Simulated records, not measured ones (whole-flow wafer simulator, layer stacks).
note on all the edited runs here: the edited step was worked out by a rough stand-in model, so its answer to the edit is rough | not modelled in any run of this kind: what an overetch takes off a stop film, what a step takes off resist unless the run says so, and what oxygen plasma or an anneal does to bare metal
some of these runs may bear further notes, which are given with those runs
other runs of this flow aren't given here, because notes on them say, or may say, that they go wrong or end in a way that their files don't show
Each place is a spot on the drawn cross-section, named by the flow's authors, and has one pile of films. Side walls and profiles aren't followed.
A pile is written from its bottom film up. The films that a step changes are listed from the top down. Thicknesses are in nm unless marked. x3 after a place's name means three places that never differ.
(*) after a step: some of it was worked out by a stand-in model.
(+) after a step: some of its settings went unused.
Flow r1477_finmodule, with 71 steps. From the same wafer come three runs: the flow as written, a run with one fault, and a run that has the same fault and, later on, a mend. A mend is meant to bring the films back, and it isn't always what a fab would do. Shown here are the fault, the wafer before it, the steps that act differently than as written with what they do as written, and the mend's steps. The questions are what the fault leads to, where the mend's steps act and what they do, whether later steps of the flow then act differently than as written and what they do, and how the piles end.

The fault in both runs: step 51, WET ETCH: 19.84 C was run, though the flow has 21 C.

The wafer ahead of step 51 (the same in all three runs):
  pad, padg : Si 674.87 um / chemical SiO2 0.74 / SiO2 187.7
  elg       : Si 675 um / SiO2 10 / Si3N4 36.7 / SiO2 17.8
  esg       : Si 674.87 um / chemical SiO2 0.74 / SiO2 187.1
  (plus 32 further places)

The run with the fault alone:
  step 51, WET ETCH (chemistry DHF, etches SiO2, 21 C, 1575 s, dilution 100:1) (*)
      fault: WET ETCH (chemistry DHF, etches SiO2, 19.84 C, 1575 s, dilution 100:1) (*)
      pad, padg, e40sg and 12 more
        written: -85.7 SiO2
        fault: -81.7 SiO2
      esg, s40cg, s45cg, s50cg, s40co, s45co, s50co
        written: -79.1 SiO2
        fault: -75.4 SiO2
  Later steps of the flow acting differently than as written (not shown: 1 more step that differs only slightly, by at most 2% or 0.5 nm, whichever is larger):
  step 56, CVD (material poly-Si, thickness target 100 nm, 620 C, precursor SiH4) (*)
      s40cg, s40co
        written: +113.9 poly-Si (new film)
        fault: +110.3 poly-Si (new film)
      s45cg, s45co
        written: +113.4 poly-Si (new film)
        fault: +109.7 poly-Si (new film)
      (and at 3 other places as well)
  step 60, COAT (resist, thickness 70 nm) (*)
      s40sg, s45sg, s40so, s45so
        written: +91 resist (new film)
        fault: +87.2 resist (new film)
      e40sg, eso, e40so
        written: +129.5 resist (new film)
        fault: +126.1 resist (new film)
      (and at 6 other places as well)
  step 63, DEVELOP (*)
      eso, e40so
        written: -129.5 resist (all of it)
        fault: -126.1 resist (all of it)
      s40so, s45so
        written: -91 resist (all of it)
        fault: -87.2 resist (all of it)
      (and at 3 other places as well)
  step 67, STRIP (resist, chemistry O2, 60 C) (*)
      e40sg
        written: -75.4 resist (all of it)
        fault: -72 resist (all of it)
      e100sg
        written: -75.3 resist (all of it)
        fault: -72 resist (all of it)
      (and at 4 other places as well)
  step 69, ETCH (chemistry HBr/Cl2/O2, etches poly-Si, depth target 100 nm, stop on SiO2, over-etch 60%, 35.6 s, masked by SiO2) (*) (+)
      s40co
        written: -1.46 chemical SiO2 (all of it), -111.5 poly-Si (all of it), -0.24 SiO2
        fault: -1.44 chemical SiO2 (all of it), -107.8 poly-Si (all of it), -0.26 SiO2
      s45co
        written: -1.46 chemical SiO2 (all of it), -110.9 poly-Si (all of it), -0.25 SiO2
        fault: -1.44 chemical SiO2 (all of it), -107.3 poly-Si (all of it), -0.26 SiO2
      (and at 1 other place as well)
  At pad, padg, esg and 19 more, the piles at the end differ from the flow's by more than 2% or 0.5 nm, whichever is larger.
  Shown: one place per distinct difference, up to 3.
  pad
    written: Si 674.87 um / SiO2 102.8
    fault: Si 674.87 um / SiO2 106.8
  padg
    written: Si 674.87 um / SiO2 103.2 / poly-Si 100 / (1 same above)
    fault: Si 674.87 um / SiO2 107.2 / poly-Si 100 / (1 same above)
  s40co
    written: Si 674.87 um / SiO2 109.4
    fault: Si 674.87 um / SiO2 113

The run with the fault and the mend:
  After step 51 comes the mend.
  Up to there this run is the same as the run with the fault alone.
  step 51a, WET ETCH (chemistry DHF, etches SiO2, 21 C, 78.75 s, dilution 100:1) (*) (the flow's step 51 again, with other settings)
      pad, padg, e40sg and 12 more
        -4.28 SiO2
      elg, e40lg, e100lg, e200lg, elo, e40lo, e100lo, e200lo
        -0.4 Si3N4
      esg, s40cg, s45cg, s50cg, s40co, s45co, s50co
        -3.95 SiO2
  Every later step of the flow that is run acts as written, at every place that is followed, to within 2% or 0.5 nm, whichever is larger.
  At the end the piles are close to the flow's at the places that both follow, differing by at most 2% or 0.5 nm, whichever is larger.
